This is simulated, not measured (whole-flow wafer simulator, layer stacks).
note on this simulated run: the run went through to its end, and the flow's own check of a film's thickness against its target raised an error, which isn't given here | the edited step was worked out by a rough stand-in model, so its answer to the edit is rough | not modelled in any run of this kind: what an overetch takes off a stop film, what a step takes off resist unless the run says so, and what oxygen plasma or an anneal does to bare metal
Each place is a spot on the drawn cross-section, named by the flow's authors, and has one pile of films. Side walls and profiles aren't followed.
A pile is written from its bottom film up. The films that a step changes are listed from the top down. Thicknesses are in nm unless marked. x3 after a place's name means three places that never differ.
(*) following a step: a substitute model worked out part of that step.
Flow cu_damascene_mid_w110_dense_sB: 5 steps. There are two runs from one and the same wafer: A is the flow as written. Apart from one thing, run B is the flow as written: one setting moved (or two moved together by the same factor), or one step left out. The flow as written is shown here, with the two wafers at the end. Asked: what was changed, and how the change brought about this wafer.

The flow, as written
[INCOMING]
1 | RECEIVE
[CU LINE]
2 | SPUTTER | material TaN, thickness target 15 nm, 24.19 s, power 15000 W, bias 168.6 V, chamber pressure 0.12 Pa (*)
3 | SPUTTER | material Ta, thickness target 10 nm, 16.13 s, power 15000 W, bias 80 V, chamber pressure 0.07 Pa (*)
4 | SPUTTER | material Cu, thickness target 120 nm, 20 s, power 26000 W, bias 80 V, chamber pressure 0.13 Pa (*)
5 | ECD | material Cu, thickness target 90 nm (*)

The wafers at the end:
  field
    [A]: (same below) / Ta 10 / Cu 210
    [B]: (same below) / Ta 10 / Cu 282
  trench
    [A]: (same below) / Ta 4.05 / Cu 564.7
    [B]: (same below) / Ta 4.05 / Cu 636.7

The reason: step 4, SPUTTER: thickness target 192 nm was run, though the flow has thickness target 120 nm; step 4, SPUTTER: 32 s was run, where the flow has 20 s.

Step by step, how the change led to this:
  4 | SPUTTER | material Cu, thickness target 120 nm, 20 s, power 26000 W, bias 80 V, chamber pressure 0.13 Pa (*)
      field: A +120 Cu (new film) | B +192 Cu (new film)
      trench: A +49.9 Cu (new film) | B +79.9 Cu (new film)
  5 | ECD | material Cu, thickness target 90 nm (*)
      trench: A +514.8 Cu | B +556.8 Cu
